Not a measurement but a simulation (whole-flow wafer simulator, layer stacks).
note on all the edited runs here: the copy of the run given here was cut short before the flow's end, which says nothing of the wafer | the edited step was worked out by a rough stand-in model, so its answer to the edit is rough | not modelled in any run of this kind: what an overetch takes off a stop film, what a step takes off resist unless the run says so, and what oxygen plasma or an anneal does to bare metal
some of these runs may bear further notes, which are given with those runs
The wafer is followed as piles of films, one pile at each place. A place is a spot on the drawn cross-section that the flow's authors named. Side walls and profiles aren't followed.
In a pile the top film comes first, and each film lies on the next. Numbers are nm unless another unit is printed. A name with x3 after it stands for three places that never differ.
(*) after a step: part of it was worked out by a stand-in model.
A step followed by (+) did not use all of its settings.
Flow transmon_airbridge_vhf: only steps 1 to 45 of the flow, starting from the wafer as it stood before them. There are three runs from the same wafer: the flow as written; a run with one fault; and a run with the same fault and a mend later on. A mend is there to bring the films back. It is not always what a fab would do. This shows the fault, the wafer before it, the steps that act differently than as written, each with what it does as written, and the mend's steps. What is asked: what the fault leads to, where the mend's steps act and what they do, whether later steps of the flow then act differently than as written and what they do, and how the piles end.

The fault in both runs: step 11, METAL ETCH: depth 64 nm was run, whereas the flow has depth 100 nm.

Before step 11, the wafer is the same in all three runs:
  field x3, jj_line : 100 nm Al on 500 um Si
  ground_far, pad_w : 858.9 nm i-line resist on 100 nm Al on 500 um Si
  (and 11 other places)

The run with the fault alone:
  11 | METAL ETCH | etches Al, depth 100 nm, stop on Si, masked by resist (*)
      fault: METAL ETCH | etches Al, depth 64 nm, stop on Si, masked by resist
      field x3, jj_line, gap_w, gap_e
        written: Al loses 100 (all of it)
        fault: Al loses 64
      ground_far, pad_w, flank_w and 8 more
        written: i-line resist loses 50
        fault: i-line resist loses 32
  Later steps of the flow acting differently than as written (14 more steps, not shown, differ only slightly: by at most 2% or 0.5 nm, whichever is larger):
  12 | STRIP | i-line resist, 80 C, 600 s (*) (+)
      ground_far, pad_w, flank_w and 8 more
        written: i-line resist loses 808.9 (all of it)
        fault: i-line resist loses 826.9 (all of it)
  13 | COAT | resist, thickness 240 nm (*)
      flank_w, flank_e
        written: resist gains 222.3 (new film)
        fault: resist gains 228.2 (new film)
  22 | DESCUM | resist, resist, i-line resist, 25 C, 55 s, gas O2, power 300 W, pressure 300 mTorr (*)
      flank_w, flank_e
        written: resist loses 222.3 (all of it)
        fault: resist loses 228.2 (all of it)
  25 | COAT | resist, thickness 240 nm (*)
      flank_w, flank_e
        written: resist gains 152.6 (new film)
        fault: resist gains 156.5 (new film)
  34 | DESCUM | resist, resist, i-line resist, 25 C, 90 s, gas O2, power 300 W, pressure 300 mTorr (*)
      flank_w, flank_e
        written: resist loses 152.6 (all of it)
        fault: resist loses 156.5 (all of it)
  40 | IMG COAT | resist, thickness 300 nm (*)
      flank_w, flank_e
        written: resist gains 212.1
        fault: resist gains 217.8
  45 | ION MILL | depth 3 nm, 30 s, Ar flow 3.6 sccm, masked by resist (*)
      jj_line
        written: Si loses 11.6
        fault: Al loses 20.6
  By the end, the piles at field x3, jj_line, gap_w, gap_e depart from the flow's by more than 2% or 0.5 nm, whichever is larger.
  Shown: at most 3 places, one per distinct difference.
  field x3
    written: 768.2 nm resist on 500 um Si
    fault: 768.2 nm resist on 36 nm Al on 500 um Si
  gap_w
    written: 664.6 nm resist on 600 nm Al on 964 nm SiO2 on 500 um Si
    fault: 654.7 nm resist on 600 nm Al on 964 nm SiO2 on 36 nm Al on 500 um Si
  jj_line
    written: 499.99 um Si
    fault: 15.4 nm Al on 500 um Si

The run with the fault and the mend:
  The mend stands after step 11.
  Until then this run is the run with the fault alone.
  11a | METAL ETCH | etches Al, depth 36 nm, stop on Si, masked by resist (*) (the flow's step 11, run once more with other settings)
      ground_far, pad_w, flank_w and 8 more
        i-line resist loses 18
      field x3, jj_line, gap_w, gap_e
        Al loses 36 (all of it)
  Every later step of the flow that is run acts as written at every place that is followed.
  By the end, the piles equal the flow's at every place that both follow.
